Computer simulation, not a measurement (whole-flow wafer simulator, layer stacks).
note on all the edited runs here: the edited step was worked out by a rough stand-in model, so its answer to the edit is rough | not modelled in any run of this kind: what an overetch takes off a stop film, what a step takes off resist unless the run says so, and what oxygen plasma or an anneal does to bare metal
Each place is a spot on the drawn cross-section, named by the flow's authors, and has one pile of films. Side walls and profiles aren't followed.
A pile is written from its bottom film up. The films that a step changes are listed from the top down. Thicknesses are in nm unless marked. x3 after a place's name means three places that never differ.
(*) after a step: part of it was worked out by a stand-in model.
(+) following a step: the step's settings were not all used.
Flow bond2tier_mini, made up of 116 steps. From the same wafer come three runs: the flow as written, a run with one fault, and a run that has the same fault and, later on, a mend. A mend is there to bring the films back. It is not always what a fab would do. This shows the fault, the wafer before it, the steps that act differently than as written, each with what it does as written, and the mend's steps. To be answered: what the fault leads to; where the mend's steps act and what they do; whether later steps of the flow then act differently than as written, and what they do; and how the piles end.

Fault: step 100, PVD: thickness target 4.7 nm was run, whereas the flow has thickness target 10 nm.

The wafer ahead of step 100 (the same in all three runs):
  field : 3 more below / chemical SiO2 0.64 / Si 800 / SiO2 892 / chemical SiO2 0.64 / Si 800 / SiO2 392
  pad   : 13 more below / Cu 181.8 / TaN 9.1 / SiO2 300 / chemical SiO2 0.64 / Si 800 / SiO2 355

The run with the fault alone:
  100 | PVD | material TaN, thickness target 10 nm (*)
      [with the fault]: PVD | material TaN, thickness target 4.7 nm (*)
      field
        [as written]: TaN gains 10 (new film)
        [with the fault]: TaN gains 4.7 (new film)
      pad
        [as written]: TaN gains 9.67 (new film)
        [with the fault]: TaN gains 4.54 (new film)
  Steps later in the flow that act otherwise than as written (1 other step is not shown; it differs only slightly, by no more than 2% or 0.5 nm, whichever is larger):
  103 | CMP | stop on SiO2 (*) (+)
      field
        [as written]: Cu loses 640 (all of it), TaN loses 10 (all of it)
        [with the fault]: Cu loses 640 (all of it), TaN loses 4.7 (all of it)
  The piles end different from the flow's at pad by more than 2% or 0.5 nm, whichever is larger.
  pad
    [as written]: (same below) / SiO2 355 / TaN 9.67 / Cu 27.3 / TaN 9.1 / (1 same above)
    [with the fault]: (same below) / SiO2 355 / TaN 4.54 / Cu 32.5 / TaN 9.1 / (1 same above)

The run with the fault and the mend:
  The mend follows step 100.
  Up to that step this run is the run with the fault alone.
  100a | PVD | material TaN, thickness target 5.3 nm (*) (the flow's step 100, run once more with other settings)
      field
        TaN gains 5.3
      pad
        TaN gains 5.12
  None of the later steps of the flow acts differently than as written at any place that is followed.
  At the end the piles are close to the flow's at the places that both follow, differing by at most 2% or 0.5 nm, whichever is larger.
